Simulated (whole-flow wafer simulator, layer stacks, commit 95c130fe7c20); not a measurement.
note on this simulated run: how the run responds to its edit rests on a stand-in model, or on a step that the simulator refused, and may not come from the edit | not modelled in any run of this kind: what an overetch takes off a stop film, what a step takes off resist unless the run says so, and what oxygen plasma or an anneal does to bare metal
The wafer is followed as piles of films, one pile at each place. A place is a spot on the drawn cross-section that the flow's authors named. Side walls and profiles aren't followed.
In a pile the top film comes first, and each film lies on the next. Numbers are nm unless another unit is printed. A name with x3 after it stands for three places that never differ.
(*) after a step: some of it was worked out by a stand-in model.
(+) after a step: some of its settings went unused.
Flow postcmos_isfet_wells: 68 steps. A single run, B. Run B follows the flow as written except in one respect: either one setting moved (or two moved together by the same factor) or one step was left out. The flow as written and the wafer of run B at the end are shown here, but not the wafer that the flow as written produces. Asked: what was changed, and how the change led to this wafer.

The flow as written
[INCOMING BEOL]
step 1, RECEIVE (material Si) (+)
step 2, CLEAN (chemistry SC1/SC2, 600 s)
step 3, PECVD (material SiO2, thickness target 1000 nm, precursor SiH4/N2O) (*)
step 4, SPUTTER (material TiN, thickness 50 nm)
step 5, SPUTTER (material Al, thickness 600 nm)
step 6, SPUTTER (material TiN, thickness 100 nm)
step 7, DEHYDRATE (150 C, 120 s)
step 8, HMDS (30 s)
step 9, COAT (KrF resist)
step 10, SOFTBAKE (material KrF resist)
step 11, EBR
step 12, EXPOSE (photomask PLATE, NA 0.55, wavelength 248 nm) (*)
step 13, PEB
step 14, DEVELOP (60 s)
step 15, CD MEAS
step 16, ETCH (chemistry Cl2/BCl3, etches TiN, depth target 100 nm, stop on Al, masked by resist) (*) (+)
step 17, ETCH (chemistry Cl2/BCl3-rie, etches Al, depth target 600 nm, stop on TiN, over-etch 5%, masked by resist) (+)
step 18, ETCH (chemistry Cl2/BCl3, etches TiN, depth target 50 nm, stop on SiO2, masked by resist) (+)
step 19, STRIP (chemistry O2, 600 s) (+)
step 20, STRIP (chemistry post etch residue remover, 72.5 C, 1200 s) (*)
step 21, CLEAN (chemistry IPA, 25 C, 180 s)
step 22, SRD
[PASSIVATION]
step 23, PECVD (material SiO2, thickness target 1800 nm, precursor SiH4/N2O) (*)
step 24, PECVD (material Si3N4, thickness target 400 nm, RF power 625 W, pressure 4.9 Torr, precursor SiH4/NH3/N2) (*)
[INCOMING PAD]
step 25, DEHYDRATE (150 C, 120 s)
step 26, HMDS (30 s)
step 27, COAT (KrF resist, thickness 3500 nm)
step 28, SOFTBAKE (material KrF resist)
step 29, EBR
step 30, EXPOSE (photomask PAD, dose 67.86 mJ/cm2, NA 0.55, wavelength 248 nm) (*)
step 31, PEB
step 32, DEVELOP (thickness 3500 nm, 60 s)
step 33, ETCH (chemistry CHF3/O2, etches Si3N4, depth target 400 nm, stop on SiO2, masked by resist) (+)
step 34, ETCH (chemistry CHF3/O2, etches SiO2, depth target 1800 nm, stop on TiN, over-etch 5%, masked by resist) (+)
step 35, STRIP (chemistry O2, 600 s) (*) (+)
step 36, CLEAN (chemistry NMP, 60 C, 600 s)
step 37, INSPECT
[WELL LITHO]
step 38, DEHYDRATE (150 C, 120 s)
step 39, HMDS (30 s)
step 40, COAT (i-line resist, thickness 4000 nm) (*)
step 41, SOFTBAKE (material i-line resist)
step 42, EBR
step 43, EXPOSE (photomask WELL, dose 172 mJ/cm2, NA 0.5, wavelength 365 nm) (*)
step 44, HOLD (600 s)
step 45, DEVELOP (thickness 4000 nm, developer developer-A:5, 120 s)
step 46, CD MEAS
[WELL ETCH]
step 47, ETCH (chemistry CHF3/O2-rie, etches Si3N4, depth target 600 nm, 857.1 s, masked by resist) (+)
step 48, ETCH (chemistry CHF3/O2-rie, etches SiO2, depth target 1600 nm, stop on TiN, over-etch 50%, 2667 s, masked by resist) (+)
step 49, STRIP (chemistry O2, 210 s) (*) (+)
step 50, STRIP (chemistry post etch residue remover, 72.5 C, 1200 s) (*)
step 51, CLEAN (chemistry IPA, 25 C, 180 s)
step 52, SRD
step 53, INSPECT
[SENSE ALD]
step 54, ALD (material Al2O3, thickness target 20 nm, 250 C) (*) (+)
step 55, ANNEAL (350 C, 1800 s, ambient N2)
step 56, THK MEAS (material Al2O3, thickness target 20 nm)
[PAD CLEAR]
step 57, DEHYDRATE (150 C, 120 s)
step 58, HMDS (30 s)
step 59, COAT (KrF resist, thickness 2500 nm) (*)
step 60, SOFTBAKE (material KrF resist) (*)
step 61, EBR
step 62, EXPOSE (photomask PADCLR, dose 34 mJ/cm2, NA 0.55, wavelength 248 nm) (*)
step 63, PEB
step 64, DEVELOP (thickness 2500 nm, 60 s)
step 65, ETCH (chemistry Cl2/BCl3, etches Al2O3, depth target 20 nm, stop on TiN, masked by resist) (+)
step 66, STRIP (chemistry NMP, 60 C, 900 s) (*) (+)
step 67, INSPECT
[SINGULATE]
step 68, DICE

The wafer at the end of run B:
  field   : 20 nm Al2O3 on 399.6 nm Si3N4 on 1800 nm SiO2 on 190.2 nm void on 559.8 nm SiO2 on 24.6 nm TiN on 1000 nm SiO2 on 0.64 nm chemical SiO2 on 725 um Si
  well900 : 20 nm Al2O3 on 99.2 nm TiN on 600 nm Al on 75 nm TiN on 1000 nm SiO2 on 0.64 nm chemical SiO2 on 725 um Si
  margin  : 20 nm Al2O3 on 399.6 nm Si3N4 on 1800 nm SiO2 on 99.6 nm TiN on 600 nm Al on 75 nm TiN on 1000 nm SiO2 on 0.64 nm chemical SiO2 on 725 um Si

What caused this: step 4, SPUTTER: thickness 75 nm was run, while the flow as written has thickness 50 nm.
The wafer itself shows it: well900 has TiN 75, and step 4 as written asks for 50 nm.

How this came from the change, step by step:
  step 4, SPUTTER (material TiN, thickness 50 nm)
      field, margin, well900, well1300 x3, pad_rim, pad_clr, pad_open: TiN gains 75 (new film) (it would be, as written: TiN gains 50 (new film))
  step 18, ETCH (chemistry Cl2/BCl3, etches TiN, depth target 50 nm, stop on SiO2, masked by resist) (+)
      field: TiN loses 50 (it would be, as written: TiN loses 50 (all of it))
  step 23, PECVD (material SiO2, thickness target 1800 nm, precursor SiH4/N2O) (*)
      field: SiO2 gains 1800 (new film), void gains 190.2 (new film), SiO2 gains 559.8 (new film) (it would be, as written: SiO2 gains 1800 (new film), void gains 189.9 (new film), SiO2 gains 559.7)
Taking metal films that touch as one body, field has 1 body; the flow as written gives 0 bodies.
